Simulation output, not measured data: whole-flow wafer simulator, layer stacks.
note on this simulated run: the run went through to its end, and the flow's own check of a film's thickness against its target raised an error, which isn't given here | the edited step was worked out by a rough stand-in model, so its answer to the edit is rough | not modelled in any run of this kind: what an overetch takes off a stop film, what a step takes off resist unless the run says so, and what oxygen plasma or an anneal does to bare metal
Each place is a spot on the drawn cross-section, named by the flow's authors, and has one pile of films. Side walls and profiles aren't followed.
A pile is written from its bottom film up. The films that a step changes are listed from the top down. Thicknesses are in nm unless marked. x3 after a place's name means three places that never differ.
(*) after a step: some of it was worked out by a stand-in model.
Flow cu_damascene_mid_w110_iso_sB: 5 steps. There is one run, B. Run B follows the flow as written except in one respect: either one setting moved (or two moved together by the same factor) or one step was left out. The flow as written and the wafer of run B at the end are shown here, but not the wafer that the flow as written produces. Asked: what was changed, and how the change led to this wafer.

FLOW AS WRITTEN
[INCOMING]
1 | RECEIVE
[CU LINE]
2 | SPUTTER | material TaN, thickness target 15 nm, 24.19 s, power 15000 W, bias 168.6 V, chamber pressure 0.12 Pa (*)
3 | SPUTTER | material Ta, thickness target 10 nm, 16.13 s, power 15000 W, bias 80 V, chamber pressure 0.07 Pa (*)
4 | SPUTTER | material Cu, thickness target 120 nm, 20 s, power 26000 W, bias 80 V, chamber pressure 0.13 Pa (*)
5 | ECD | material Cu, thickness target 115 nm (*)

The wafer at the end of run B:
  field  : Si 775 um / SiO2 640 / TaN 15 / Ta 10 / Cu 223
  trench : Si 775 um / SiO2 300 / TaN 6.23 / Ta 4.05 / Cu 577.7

Cause: step 4, SPUTTER: thickness target 108 nm was run, though the flow has thickness target 120 nm; step 4, SPUTTER: 18 s was run, where the flow has 20 s.

Step by step, how the change led to this:
  4 | SPUTTER | material Cu, thickness target 120 nm, 20 s, power 26000 W, bias 80 V, chamber pressure 0.13 Pa (*)
      field: +108 Cu (new film) (in the flow as written it would be: +120 Cu (new film))
      trench: +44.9 Cu (new film) (in the flow as written it would be: +49.9 Cu (new film))
